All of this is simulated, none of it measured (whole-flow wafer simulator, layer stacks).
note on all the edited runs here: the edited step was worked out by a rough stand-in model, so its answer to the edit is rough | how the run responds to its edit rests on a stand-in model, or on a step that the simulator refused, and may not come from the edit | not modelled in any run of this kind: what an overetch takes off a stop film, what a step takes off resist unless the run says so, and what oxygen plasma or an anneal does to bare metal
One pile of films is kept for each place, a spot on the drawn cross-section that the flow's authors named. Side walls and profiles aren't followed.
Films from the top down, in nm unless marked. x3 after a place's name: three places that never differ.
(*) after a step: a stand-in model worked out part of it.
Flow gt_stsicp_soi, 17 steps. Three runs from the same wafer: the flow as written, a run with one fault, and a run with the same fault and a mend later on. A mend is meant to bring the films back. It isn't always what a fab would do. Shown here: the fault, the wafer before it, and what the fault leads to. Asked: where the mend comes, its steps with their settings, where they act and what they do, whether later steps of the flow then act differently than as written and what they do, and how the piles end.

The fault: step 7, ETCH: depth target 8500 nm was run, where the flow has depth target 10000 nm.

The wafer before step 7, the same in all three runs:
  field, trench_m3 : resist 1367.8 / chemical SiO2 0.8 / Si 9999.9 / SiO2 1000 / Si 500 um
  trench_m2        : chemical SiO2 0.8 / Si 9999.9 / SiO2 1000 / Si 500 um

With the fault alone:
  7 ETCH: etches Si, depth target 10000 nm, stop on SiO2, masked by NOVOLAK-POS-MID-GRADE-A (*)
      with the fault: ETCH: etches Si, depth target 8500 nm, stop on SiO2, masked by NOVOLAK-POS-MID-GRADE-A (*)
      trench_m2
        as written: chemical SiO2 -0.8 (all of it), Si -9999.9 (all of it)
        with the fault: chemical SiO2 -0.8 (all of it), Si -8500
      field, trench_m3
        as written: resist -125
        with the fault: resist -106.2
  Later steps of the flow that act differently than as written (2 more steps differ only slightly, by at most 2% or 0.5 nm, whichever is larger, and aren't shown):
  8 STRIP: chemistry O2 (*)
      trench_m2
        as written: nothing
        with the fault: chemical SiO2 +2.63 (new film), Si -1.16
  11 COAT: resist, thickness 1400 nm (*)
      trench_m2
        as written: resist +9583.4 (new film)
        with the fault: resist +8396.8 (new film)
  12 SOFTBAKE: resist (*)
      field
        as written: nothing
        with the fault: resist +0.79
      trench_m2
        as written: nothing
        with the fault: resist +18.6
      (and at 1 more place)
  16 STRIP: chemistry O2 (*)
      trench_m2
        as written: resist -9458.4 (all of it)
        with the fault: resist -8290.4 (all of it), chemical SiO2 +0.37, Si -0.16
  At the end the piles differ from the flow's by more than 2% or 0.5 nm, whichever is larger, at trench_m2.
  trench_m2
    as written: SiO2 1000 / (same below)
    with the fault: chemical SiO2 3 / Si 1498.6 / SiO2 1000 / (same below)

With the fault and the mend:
  The mend comes after step 7.
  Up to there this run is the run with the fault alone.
  7a ETCH: etches Si, depth target 1500 nm, stop on SiO2, masked by NOVOLAK-POS-MID-GRADE-A (*) (the flow's step 7 once more, with other settings)
      field, trench_m3
        resist -18.8
      trench_m2
        Si -1499.9 (all of it)
  No later step of the flow acts differently than as written at any place that is followed.
  At the end the piles are the same as the flow's at every place that both follow.
